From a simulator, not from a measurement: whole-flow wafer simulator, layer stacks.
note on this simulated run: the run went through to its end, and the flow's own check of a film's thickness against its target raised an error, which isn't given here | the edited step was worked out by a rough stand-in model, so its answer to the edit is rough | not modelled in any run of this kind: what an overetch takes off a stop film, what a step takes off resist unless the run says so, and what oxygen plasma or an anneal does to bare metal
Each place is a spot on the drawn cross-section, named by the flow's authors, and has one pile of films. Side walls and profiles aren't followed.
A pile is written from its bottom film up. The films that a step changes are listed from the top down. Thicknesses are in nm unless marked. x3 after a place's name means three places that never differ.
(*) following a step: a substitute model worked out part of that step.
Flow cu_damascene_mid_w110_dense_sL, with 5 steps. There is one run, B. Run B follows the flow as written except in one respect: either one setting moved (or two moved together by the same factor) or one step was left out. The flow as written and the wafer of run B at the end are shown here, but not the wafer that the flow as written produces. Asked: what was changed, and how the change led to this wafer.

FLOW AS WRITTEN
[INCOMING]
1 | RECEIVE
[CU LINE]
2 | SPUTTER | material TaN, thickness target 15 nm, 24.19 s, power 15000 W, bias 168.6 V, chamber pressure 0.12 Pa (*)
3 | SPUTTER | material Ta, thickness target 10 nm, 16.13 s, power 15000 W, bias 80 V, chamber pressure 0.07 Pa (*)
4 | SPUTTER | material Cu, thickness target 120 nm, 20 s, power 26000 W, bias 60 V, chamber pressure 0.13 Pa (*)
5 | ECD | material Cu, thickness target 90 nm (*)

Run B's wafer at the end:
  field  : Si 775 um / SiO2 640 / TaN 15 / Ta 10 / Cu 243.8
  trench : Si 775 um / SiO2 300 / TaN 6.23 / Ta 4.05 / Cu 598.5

Cause: step 5, ECD: thickness target 123.8 nm was run, though the flow has thickness target 90 nm.

Step by step, how the change led to this:
  5 | ECD | material Cu, thickness target 90 nm (*)
      field: +123.8 Cu (it would be, as written: +90 Cu)
      trench: +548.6 Cu (it would be, as written: +514.8 Cu)
